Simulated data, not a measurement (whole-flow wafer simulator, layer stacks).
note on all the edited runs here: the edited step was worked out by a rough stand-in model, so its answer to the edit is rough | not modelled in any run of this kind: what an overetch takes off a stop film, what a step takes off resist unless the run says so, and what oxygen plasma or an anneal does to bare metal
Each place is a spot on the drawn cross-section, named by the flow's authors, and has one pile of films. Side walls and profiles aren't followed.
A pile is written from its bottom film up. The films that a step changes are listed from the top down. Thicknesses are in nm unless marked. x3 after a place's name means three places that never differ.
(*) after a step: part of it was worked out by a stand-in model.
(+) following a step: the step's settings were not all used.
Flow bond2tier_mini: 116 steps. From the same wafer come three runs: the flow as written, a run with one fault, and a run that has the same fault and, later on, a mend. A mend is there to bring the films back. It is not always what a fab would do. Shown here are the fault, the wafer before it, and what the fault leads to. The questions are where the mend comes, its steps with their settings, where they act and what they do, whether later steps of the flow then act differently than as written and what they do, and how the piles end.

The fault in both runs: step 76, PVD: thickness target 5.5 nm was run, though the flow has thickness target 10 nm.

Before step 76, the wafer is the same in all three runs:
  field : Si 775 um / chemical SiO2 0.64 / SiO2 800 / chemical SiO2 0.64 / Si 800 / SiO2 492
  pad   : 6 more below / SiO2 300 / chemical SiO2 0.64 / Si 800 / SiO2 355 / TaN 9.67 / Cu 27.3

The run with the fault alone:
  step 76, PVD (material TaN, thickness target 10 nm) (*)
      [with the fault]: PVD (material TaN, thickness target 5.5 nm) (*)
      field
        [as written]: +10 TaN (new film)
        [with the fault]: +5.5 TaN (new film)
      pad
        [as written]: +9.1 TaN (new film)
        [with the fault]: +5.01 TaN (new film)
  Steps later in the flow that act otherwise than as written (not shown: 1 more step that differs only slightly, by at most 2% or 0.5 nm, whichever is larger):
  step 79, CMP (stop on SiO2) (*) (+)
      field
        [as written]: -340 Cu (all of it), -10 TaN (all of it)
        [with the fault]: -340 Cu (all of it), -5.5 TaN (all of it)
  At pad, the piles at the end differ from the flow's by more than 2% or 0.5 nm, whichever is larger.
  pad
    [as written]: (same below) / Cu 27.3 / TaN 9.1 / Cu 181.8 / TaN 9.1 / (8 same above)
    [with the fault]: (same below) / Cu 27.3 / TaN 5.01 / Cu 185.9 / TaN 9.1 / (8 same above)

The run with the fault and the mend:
  The mend follows step 76.
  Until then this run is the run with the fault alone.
  step 76a, PVD (material TaN, thickness target 4.5 nm) (*) (the flow's step 76 again, with other settings)
      field
        +4.5 TaN
      pad
        +4.09 TaN
  None of the later steps of the flow acts differently than as written at any place that is followed.
  By the end, the piles equal the flow's at every place that both follow.
